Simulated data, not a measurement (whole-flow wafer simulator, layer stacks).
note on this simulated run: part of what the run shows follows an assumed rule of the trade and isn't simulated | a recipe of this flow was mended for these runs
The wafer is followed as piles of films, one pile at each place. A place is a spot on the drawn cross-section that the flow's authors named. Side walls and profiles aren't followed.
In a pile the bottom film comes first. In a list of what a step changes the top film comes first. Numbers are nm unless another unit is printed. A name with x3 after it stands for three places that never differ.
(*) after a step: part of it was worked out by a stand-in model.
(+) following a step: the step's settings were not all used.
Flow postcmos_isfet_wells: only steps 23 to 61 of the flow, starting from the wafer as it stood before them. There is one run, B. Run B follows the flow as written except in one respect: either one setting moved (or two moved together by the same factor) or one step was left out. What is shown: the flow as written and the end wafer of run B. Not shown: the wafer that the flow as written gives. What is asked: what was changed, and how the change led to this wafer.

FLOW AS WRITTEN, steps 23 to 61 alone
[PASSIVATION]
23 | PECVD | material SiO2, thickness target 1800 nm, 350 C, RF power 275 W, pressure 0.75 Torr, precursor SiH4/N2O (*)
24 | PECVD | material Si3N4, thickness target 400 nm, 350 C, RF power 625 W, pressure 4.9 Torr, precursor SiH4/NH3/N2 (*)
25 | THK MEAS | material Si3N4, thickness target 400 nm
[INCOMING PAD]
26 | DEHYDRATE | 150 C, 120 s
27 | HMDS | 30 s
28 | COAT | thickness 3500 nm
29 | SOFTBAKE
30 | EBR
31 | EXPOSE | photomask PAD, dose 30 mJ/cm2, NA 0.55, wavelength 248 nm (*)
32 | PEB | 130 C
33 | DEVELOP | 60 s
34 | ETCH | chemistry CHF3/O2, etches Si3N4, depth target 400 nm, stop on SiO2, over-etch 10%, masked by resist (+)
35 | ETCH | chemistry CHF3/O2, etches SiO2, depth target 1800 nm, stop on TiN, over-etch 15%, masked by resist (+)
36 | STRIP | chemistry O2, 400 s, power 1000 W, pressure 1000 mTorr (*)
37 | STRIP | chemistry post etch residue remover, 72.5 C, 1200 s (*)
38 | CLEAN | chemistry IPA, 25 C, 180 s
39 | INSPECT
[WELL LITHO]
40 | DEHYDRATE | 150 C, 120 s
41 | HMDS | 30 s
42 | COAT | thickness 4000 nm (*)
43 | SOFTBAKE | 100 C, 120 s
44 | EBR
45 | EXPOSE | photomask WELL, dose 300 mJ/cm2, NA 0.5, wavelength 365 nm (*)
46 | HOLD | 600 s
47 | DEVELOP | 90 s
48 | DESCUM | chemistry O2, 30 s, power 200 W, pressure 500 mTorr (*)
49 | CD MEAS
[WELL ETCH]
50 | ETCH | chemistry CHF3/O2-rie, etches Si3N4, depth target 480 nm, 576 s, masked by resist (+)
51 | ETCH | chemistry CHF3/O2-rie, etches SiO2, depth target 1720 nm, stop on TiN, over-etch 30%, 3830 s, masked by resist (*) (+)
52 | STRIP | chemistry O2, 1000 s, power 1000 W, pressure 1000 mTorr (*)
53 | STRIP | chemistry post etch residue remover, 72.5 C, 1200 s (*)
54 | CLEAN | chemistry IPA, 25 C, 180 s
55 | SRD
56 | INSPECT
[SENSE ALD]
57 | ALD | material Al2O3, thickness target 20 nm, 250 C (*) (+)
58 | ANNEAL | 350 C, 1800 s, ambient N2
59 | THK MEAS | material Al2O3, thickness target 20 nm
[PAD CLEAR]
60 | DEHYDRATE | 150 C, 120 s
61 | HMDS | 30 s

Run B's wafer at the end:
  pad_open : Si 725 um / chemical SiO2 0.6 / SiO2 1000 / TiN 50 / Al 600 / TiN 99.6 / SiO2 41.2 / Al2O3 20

Cause: step 35, ETCH: depth target 1512 nm was run, whereas the flow has depth target 1800 nm.

Step by step, how the change led to this:
  35 | ETCH | chemistry CHF3/O2, etches SiO2, depth target 1800 nm, stop on TiN, over-etch 15%, masked by resist (+)
      pad_open: SiO2 loses 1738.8 (in the flow as written it would be: SiO2 loses 1780 (all of it), TiN loses 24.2)
      field, margin x2, well900 x4, pad_clr: thick-KrF-resist loses 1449 (in the flow as written it would be: thick-KrF-resist loses 1705.8)
  36 | STRIP | chemistry O2, 400 s, power 1000 W, pressure 1000 mTorr (*)
      field, margin x2, well900 x4, pad_clr: thick-KrF-resist loses 1639.4 (all of it) (in the flow as written it would be: thick-KrF-resist loses 1382.5 (all of it))
  43 | SOFTBAKE | 100 C, 120 s
      pad_clr: thick-g/i-line-resist loses 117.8 (in the flow as written it would be: thick-g/i-line-resist loses 123)
      pad_open: thick-g/i-line-resist gains 71.3 (in the flow as written it would be: thick-g/i-line-resist gains 73)
